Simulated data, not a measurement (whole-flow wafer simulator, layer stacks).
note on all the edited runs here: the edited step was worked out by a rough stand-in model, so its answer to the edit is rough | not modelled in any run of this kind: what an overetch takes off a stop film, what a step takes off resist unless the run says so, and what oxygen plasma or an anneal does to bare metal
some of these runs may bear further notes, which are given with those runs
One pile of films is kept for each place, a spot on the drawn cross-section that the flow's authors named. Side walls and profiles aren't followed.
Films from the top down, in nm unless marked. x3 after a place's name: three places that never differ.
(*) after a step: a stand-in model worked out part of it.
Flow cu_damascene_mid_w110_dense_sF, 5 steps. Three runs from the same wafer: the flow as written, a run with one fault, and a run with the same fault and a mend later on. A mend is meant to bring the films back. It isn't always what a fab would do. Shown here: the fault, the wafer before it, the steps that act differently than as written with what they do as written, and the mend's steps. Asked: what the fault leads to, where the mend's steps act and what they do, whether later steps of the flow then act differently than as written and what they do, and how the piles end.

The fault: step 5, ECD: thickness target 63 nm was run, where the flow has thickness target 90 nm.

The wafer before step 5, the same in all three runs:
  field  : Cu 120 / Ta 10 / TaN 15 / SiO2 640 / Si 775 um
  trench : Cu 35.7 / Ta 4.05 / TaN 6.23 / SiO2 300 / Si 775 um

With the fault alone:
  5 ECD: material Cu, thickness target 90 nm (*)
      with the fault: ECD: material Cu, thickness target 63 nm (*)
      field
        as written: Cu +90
        with the fault: Cu +63
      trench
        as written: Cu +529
        with the fault: Cu +502
  No later step of the flow acts differently than as written at any place that is followed.
  At the end the piles differ from the flow's by more than 2% or 0.5 nm, whichever is larger, at field, trench.
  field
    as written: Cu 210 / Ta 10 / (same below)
    with the fault: Cu 183 / Ta 10 / (same below)
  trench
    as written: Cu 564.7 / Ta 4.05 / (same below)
    with the fault: Cu 537.7 / Ta 4.05 / (same below)

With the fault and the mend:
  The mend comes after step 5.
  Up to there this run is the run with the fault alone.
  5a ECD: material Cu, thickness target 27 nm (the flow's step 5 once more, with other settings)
      field, trench
        Cu +27
  No later step of the flow acts differently than as written at any place that is followed.
  At the end the piles are the same as the flow's at every place that both follow.
